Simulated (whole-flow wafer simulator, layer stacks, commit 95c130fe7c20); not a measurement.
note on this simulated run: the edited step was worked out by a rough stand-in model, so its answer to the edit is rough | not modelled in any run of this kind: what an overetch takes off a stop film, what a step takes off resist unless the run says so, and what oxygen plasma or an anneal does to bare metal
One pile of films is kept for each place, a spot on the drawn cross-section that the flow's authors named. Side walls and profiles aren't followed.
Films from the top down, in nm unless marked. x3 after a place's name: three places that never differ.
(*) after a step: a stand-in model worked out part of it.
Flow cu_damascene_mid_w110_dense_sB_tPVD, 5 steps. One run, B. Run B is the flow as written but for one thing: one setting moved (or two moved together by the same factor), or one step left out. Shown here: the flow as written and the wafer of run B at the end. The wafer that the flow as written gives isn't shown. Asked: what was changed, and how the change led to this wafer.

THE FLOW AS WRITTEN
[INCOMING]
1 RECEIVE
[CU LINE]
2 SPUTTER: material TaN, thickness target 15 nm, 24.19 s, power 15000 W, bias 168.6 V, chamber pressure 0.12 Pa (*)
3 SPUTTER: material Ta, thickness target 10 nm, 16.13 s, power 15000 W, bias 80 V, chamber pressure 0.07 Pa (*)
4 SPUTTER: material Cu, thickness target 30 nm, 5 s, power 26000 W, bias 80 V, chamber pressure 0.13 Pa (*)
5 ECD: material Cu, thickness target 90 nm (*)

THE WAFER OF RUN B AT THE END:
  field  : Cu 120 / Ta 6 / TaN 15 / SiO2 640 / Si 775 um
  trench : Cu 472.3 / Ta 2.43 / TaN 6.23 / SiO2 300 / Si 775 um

The cause: step 3, SPUTTER: 9.68 s was run, where the flow has 16.13 s.

How the change led to this, step by step:
  3 SPUTTER: material Ta, thickness target 10 nm, 16.13 s, power 15000 W, bias 80 V, chamber pressure 0.07 Pa (*)
      field: Ta +6 (new film) (as written it would be: Ta +10 (new film))
      trench: Ta +2.43 (new film) (as written it would be: Ta +4.05 (new film))
